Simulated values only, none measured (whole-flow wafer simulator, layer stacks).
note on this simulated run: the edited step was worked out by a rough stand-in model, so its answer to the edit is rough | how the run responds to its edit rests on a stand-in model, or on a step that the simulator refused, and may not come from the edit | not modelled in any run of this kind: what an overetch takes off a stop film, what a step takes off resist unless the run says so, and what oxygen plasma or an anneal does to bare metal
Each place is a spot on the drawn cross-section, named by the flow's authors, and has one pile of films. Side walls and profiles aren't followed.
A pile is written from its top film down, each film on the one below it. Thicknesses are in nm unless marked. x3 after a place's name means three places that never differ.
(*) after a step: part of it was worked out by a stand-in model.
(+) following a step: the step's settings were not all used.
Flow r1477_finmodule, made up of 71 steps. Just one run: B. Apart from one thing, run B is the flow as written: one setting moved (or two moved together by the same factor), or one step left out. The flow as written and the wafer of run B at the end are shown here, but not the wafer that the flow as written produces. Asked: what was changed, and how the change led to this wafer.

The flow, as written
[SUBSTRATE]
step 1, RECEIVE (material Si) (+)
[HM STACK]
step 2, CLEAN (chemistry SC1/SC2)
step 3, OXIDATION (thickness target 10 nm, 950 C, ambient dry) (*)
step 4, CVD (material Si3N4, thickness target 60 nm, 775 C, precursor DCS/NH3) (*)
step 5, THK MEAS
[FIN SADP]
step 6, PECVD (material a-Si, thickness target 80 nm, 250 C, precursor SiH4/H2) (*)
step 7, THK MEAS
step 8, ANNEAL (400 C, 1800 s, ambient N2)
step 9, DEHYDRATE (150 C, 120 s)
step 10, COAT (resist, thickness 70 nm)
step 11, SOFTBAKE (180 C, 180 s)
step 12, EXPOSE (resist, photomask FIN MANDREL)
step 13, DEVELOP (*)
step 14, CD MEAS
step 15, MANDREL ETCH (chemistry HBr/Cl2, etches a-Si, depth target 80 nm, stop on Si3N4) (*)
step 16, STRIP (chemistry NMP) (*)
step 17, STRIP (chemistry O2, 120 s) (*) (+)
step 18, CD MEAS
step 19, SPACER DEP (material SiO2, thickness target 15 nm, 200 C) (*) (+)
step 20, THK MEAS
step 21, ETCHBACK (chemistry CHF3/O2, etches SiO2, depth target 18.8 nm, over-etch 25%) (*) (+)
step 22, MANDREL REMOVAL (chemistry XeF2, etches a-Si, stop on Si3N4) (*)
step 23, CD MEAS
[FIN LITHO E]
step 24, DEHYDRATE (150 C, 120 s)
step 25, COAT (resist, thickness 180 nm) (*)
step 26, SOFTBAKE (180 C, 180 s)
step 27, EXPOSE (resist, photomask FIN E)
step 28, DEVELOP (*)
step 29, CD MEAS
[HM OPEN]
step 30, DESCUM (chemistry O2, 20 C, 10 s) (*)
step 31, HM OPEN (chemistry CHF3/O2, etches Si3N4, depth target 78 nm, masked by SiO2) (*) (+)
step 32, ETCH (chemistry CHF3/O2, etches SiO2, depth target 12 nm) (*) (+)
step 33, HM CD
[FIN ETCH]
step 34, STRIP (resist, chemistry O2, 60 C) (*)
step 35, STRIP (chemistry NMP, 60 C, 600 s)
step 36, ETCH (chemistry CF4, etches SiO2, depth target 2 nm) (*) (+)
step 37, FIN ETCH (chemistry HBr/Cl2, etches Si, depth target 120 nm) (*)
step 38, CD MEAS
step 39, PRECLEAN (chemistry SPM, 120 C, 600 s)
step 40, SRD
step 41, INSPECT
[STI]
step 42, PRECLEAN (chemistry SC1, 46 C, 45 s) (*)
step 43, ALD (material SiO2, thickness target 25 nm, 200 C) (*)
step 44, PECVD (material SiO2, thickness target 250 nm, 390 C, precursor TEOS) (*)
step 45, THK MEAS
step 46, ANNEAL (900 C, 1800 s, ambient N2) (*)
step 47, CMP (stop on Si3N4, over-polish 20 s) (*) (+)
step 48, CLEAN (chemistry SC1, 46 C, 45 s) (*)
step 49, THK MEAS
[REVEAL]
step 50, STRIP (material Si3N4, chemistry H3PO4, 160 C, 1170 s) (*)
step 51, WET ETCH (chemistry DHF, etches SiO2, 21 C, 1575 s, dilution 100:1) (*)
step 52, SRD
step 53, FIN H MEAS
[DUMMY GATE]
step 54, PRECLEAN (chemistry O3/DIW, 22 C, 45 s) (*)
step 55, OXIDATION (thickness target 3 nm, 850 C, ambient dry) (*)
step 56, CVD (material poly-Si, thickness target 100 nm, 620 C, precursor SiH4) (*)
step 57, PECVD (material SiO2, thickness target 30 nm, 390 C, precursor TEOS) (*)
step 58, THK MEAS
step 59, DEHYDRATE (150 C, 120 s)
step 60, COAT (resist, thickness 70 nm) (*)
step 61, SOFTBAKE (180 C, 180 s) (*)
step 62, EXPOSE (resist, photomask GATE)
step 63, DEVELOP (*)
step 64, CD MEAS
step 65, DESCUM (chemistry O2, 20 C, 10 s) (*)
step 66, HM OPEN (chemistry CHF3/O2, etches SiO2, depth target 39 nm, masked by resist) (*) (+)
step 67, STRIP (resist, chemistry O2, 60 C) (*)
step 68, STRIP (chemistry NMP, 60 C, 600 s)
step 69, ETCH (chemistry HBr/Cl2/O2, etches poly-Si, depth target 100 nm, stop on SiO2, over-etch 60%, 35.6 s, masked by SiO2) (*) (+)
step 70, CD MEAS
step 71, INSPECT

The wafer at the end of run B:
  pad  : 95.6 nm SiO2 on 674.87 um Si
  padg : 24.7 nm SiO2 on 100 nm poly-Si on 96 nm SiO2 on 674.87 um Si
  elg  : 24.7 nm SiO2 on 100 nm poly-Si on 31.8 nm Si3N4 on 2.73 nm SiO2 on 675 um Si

Cause: step 3, OXIDATION: 760 C was run, while the flow as written has 950 C.

Step by step, how the change led to this:
  step 3, OXIDATION (thickness target 10 nm, 950 C, ambient dry) (*)
      pad, padg, elg and 33 more: SiO2 gains 2.73 (new film), chemical SiO2 loses 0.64 (all of it), Si loses 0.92 (it would be, as written: SiO2 gains 10 (new film), chemical SiO2 loses 0.64 (all of it), Si loses 4.12)
  step 31, HM OPEN (chemistry CHF3/O2, etches Si3N4, depth target 78 nm, masked by SiO2) (*) (+)
      s40cg, s45cg, s50cg, s40co, s45co, s50co: Si3N4 loses 60 (all of it), SiO2 loses 2.73 (all of it) (it would be, as written: Si3N4 loses 60 (all of it), SiO2 loses 9)
      pad, padg, esg and 13 more: Si3N4 loses 56.4 (all of it), SiO2 loses 2.73 (all of it) (it would be, as written: Si3N4 loses 56.4 (all of it), SiO2 loses 10 (all of it))
  step 32, ETCH (chemistry CHF3/O2, etches SiO2, depth target 12 nm) (*) (+)
      s40cg, s40co: Si loses 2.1 (it would be, as written: SiO2 loses 1 (all of it), Si loses 2.2)
      s45cg, s45co: Si loses 2.13 (it would be, as written: SiO2 loses 1 (all of it), Si loses 2.2)
      (also at 2 further places)
  step 43, ALD (material SiO2, thickness target 25 nm, 200 C) (*)
      s45cg, s50cg, s45co, s50co: SiO2 gains 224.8 (new film) (it would be, as written: SiO2 gains 232.1 (new film))
      s40cg, s40co: SiO2 gains 224.7 (new film) (it would be, as written: SiO2 gains 232.1 (new film))
      (also at 1 further place)
  step 47, CMP (stop on Si3N4, over-polish 20 s) (*) (+)
      pad, padg, e40sg and 11 more: SiO2 loses 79 (it would be, as written: SiO2 loses 71.8)
      eso: SiO2 loses 79.6 (it would be, as written: SiO2 loses 72.4)
  step 51, WET ETCH (chemistry DHF, etches SiO2, 21 C, 1575 s, dilution 100:1) (*)
      s40sg_line, s45sg_line, s50sg_line, s40so_line, s45so_line, s50so_line: SiO2 loses 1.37 (all of it) (it would be, as written: SiO2 loses 8.63 (all of it))
  step 56, CVD (material poly-Si, thickness target 100 nm, 620 C, precursor SiH4) (*)
      s40cg, s40co: poly-Si gains 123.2 (new film) (it would be, as written: poly-Si gains 113.9 (new film))
      s45cg, s45co: poly-Si gains 123.2 (new film) (it would be, as written: poly-Si gains 113.4 (new film))
      (also at 2 further places)
  step 60, COAT (resist, thickness 70 nm) (*)
      s40cg, s40co: resist gains 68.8 (new film) (it would be, as written: resist gains 70.6 (new film))
      s40sg, s40so: resist gains 98.5 (new film) (it would be, as written: resist gains 91 (new film))
      (also at 6 further places)
  step 63, DEVELOP (*)
      s40co: resist loses 68.8 (all of it) (it would be, as written: resist loses 70.6 (all of it))
      s40so: resist loses 98.5 (all of it) (it would be, as written: resist loses 91 (all of it))
      (also at 3 further places)
  step 67, STRIP (resist, chemistry O2, 60 C) (*)
      s40cg: resist loses 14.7 (all of it) (it would be, as written: resist loses 16.5 (all of it))
      s40sg: resist loses 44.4 (all of it) (it would be, as written: resist loses 36.9 (all of it))
      (also at 3 further places)
  step 69, ETCH (chemistry HBr/Cl2/O2, etches poly-Si, depth target 100 nm, stop on SiO2, over-etch 60%, 35.6 s, masked by SiO2) (*) (+)
      s40co: chemical SiO2 loses 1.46 (all of it), poly-Si loses 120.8 (all of it), SiO2 loses 0.2 (it would be, as written: chemical SiO2 loses 1.46 (all of it), poly-Si loses 111.5 (all of it), SiO2 loses 0.24)
      s45co: chemical SiO2 loses 1.46 (all of it), poly-Si loses 120.8 (all of it), SiO2 loses 0.2 (it would be, as written: chemical SiO2 loses 1.46 (all of it), poly-Si loses 110.9 (all of it), SiO2 loses 0.25)
      (also at 1 further place)
